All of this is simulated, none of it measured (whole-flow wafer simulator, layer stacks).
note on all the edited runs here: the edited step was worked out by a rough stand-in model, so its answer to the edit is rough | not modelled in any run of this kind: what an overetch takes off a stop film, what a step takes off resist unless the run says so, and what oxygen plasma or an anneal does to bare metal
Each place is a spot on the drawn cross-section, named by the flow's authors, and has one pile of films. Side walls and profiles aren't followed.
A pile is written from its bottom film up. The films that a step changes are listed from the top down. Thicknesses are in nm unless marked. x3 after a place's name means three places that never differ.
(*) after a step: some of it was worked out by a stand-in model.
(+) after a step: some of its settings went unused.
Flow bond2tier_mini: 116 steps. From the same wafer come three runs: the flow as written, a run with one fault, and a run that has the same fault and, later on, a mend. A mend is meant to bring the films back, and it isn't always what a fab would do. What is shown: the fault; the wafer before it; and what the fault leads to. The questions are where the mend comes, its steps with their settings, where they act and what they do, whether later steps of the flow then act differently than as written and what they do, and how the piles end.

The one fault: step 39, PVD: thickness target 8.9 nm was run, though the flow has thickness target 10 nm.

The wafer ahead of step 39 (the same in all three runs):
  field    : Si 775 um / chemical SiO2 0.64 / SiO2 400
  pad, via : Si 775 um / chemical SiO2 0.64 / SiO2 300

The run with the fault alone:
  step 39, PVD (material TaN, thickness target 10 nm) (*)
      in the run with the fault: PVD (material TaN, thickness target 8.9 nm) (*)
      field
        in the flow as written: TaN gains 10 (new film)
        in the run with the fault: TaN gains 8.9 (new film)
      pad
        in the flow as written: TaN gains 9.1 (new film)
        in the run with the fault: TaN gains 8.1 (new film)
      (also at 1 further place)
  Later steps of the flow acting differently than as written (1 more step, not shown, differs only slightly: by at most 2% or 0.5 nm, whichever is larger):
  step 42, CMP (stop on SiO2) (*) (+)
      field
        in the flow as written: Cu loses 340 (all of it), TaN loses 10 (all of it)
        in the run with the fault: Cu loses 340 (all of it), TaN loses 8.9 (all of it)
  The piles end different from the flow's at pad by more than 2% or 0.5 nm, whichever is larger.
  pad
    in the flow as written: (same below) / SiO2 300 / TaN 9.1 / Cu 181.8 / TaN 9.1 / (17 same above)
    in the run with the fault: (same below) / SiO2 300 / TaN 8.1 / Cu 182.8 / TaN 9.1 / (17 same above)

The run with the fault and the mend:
  The mend stands after step 39.
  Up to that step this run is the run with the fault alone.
  step 39a, PVD (material TaN, thickness target 1.1 nm) (*) (the flow's step 39 again, with other settings)
      field, via
        TaN gains 1.1
      pad
        TaN gains 1
  Every later step of the flow that is run acts as written at every place that is followed.
  The piles end the same as the flow's at every place that both follow.
